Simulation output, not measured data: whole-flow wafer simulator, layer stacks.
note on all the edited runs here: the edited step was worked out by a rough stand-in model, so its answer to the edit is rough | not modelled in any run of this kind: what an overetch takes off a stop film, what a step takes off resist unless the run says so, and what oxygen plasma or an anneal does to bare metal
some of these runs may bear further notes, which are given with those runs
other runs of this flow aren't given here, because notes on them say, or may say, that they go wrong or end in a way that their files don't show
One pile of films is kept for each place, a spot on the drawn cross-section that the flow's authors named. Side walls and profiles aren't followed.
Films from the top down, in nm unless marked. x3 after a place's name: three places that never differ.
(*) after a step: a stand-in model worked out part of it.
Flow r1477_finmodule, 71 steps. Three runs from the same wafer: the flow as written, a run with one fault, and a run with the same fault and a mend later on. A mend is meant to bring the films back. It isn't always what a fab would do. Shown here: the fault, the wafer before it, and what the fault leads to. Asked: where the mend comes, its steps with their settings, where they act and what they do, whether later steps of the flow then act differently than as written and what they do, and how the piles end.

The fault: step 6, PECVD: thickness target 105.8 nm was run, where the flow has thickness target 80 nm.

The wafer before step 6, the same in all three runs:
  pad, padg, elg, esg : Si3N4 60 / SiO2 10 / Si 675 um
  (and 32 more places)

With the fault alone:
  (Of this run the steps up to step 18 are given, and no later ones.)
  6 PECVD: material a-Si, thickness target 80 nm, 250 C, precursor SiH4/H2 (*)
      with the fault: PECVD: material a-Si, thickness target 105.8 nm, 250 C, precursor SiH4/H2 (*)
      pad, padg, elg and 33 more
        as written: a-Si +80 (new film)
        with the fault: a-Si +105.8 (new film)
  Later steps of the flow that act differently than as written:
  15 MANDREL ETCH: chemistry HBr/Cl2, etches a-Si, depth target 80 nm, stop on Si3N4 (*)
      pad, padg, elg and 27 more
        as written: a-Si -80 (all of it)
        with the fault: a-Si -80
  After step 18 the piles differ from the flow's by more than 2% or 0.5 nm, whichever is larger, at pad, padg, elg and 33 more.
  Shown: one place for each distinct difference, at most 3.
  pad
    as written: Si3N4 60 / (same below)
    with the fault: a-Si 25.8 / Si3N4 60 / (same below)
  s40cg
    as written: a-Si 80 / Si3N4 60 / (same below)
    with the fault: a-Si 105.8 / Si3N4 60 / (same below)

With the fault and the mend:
  The mend comes after step 7.
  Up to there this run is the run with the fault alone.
  7a ETCH: chemistry tmah, depth target 121.7 nm
      pad, padg, elg and 33 more
        a-Si -105.8 (all of it)
  7b PECVD: material a-Si, thickness target 80 nm, 250 C, precursor SiH4/H2 (*) (the flow's step 6 once more)
      pad, padg, elg and 33 more
        a-Si +80 (new film)
  No later step of the flow acts differently than as written at any place that is followed.
  At the end the piles are the same as the flow's at every place that both follow.
